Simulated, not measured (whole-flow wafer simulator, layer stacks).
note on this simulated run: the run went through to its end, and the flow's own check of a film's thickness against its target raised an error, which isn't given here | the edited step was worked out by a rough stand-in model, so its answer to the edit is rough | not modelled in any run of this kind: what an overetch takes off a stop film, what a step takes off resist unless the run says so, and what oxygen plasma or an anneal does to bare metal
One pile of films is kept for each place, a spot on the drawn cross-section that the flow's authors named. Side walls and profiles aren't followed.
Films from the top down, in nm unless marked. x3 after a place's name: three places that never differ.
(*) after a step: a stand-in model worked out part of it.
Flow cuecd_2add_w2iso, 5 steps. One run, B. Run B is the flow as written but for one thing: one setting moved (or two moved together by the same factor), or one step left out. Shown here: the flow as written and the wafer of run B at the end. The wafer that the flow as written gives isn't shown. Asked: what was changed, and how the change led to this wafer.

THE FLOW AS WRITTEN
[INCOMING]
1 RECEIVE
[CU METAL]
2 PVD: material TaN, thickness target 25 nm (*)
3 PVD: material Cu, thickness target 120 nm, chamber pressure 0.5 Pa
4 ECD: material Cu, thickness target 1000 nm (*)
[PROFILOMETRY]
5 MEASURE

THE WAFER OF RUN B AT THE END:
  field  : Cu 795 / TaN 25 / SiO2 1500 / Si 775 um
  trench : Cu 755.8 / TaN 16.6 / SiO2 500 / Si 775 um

The cause: step 4, ECD: thickness target 675 nm was run, where the flow has thickness target 1000 nm.

How the change led to this, step by step:
  4 ECD: material Cu, thickness target 1000 nm (*)
      field: Cu +675 (as written it would be: Cu +1000)
      trench: Cu +675 (as written it would be: Cu +2047.6)
